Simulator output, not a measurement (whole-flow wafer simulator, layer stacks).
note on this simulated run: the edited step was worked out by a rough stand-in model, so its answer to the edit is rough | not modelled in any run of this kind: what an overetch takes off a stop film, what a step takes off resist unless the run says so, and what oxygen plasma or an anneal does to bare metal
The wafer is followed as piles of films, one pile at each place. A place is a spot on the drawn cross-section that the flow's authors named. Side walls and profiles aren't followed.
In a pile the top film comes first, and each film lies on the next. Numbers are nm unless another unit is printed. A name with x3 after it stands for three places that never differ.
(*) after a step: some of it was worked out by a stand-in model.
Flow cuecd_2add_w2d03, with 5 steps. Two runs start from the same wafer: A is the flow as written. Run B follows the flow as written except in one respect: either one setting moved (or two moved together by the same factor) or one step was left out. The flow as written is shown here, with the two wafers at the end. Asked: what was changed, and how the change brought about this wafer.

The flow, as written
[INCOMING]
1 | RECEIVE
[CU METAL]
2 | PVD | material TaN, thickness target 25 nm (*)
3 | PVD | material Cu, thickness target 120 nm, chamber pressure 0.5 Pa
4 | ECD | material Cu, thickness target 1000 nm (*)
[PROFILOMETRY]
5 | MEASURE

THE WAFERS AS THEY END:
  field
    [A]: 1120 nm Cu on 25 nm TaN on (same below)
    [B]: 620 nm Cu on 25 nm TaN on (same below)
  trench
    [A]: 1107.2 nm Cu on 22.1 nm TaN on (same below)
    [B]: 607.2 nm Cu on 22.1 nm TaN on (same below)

What caused this: step 4, ECD: thickness target 500 nm was run, though the flow has thickness target 1000 nm.

Step by step, how the change led to this:
  4 | ECD | material Cu, thickness target 1000 nm (*)
      field, trench: A +1000 Cu | B +500 Cu
